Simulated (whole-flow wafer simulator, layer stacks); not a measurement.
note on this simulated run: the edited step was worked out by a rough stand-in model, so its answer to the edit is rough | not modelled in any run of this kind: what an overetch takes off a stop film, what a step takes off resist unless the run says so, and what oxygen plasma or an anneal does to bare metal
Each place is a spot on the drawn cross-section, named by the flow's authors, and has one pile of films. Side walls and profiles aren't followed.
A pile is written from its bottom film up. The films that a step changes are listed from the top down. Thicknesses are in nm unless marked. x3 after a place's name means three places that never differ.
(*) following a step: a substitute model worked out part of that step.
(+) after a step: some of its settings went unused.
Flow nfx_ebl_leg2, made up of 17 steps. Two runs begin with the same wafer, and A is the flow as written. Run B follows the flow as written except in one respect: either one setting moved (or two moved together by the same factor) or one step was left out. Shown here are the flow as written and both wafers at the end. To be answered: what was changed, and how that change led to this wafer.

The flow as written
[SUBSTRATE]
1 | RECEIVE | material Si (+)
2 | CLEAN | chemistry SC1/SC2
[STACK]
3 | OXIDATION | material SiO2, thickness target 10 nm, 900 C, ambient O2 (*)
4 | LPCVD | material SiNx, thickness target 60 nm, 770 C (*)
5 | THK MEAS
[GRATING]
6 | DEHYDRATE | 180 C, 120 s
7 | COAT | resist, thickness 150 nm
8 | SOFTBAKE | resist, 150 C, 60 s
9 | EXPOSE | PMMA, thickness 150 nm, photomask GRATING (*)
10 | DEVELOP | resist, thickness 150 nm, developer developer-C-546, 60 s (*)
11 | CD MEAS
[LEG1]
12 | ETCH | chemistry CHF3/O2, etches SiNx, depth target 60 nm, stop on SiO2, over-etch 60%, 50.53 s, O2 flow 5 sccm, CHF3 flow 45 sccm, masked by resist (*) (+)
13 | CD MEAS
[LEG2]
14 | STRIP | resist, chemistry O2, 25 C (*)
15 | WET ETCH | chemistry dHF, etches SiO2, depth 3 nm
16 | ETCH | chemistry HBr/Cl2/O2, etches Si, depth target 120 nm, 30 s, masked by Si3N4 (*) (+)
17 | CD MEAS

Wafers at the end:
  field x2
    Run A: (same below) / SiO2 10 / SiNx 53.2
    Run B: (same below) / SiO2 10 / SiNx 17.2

The reason: step 4, LPCVD: thickness target 24 nm was run, whereas the flow has thickness target 60 nm.

Step by step, how the change led to this:
  4 | LPCVD | material SiNx, thickness target 60 nm, 770 C (*)
      field x2, pad x2: A +60 SiNx (new film) | B +24 SiNx (new film)
  12 | ETCH | chemistry CHF3/O2, etches SiNx, depth target 60 nm, stop on SiO2, over-etch 60%, 50.53 s, O2 flow 5 sccm, CHF3 flow 45 sccm, masked by resist (*) (+)
      pad x2: A -60 SiNx (all of it), -10 SiO2 (all of it) | B -24 SiNx (all of it), -10 SiO2 (all of it)
